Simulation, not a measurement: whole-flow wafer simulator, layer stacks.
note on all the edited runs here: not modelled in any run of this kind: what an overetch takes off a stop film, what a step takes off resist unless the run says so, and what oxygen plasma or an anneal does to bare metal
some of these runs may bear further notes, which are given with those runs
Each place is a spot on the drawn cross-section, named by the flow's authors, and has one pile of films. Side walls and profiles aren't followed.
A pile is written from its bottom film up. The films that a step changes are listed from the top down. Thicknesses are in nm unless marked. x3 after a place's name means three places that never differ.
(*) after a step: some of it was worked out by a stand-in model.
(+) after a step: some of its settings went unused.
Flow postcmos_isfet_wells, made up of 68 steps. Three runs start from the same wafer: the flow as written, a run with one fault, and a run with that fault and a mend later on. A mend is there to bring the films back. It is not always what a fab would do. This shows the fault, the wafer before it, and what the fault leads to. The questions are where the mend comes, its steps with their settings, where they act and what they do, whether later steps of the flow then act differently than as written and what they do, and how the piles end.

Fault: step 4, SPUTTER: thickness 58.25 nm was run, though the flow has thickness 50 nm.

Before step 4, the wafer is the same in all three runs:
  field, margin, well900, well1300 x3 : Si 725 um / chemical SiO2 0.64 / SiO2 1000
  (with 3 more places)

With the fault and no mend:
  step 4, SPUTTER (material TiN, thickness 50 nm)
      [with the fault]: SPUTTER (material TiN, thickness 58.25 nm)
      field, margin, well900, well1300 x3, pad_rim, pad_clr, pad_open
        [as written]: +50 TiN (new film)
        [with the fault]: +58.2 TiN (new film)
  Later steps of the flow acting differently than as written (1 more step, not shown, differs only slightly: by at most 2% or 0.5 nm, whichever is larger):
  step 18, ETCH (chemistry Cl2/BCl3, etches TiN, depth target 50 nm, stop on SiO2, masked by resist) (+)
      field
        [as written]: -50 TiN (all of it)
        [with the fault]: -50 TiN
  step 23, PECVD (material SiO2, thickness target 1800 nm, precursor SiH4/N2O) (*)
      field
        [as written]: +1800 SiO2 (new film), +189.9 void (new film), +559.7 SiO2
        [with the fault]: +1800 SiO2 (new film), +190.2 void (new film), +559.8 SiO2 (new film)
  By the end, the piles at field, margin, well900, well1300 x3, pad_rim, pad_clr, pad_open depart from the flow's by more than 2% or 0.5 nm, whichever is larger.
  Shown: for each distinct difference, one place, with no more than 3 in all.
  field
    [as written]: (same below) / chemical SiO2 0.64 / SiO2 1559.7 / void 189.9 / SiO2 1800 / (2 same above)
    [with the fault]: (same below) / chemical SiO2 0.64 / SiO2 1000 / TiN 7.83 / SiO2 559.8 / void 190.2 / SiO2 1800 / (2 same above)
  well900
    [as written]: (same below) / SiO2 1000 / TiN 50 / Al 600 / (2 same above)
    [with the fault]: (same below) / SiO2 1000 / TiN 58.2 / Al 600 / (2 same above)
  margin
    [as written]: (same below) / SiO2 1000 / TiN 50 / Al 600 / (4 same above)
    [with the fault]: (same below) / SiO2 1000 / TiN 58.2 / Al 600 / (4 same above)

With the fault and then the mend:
  The mend stands after step 4.
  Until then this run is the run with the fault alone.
  step 4a, ETCH (chemistry peroxide tin strip, depth target 66.99 nm)
      field, margin, well900, well1300 x3, pad_rim, pad_clr, pad_open
        -58.2 TiN (all of it)
  step 4b, SPUTTER (material TiN, thickness 50 nm) (the flow's step 4, run once more)
      field, margin, well900, well1300 x3, pad_rim, pad_clr, pad_open
        +50 TiN (new film)
  None of the later steps of the flow acts differently than as written at any place that is followed.
  The piles end the same as the flow's at every place that both follow.
